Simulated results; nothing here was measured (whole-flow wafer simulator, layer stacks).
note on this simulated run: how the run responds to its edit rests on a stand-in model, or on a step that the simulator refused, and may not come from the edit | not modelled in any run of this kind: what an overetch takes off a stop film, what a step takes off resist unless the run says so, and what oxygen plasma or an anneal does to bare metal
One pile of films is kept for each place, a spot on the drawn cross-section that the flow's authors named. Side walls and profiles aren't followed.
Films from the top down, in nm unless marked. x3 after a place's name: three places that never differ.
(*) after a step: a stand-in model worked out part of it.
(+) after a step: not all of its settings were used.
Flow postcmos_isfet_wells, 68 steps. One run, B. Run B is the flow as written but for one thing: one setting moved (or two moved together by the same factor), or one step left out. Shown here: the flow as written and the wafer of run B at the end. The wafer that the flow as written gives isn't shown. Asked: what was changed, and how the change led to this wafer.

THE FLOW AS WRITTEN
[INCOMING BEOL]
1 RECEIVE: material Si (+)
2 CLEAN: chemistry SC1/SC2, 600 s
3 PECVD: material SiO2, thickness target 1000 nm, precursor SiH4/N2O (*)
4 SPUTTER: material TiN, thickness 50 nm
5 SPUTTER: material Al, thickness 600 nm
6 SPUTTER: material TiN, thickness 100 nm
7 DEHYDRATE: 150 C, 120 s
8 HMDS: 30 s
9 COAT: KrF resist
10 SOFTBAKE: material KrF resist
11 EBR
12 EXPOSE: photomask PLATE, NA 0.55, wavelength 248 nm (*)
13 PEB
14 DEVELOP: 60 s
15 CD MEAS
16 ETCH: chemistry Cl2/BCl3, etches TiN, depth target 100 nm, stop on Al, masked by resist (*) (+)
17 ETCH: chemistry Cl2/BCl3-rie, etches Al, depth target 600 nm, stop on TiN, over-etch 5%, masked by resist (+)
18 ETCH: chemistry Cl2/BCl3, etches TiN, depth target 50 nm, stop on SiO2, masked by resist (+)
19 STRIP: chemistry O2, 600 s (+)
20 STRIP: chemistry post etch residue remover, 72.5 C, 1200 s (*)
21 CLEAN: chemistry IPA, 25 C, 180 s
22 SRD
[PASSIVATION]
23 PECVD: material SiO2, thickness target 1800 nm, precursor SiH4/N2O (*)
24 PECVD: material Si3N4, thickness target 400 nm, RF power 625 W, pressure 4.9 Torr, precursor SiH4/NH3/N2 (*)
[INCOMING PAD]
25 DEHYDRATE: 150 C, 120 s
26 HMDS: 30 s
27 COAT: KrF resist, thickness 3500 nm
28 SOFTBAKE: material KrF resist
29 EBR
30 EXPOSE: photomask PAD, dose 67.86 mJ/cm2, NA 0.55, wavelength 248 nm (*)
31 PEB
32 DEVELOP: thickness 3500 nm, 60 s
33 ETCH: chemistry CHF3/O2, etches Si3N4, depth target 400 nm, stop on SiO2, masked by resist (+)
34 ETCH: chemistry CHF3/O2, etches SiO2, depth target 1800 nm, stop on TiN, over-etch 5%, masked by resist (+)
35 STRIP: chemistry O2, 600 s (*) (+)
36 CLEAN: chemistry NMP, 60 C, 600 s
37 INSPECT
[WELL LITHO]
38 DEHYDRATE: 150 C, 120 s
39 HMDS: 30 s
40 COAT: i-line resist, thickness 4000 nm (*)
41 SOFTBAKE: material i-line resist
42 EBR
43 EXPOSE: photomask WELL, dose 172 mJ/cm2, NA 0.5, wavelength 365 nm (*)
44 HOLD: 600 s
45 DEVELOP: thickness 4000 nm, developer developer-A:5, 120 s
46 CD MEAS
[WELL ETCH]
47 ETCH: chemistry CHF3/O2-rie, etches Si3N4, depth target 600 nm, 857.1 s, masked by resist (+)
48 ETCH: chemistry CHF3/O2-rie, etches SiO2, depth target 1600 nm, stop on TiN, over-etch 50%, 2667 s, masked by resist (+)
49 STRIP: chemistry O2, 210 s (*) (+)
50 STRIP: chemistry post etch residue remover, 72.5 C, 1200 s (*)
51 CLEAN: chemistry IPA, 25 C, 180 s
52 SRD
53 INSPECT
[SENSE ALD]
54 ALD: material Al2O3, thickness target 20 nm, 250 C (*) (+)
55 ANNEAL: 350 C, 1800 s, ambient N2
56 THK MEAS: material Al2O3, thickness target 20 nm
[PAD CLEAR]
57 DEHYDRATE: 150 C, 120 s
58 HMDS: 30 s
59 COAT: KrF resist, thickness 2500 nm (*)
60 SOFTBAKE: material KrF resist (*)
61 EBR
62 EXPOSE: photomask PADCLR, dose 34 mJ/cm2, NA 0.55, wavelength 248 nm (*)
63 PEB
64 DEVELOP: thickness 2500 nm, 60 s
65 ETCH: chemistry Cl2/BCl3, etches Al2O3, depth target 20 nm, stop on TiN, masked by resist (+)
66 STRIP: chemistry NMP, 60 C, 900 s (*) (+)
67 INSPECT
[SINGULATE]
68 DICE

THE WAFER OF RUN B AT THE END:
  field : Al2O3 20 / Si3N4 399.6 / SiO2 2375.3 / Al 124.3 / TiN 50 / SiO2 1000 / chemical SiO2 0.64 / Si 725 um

The cause: step 17, ETCH: depth target 420 nm was run, where the flow has depth target 600 nm.

How the change led to this, step by step:
  17 ETCH: chemistry Cl2/BCl3-rie, etches Al, depth target 600 nm, stop on TiN, over-etch 5%, masked by resist (+)
      field: Al -420 (as written it would be: Al -600 (all of it))
      margin, well900, well1300, well2000, well3000, pad_rim, pad_clr, pad_open: KrF resist -210 (as written it would be: KrF resist -300)
  18 ETCH: chemistry Cl2/BCl3, etches TiN, depth target 50 nm, stop on SiO2, masked by resist (+)
      field: Al -50 (as written it would be: TiN -50 (all of it))
  19 STRIP: chemistry O2, 600 s (+)
      margin, well900, well1300, well2000, well3000, pad_rim, pad_clr, pad_open: KrF resist -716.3 (all of it) (as written it would be: KrF resist -626.3 (all of it))
  20 STRIP: chemistry post etch residue remover, 72.5 C, 1200 s (*)
      field: Al -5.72 (as written it would be: nothing)
  23 PECVD: material SiO2, thickness target 1800 nm, precursor SiH4/N2O (*)
      field: SiO2 +2375.3 (new film) (as written it would be: SiO2 +1800 (new film), void +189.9 (new film), SiO2 +559.7)
Counting metal films that touch as one body, field has 1 body; the flow as written gives 0 bodies.
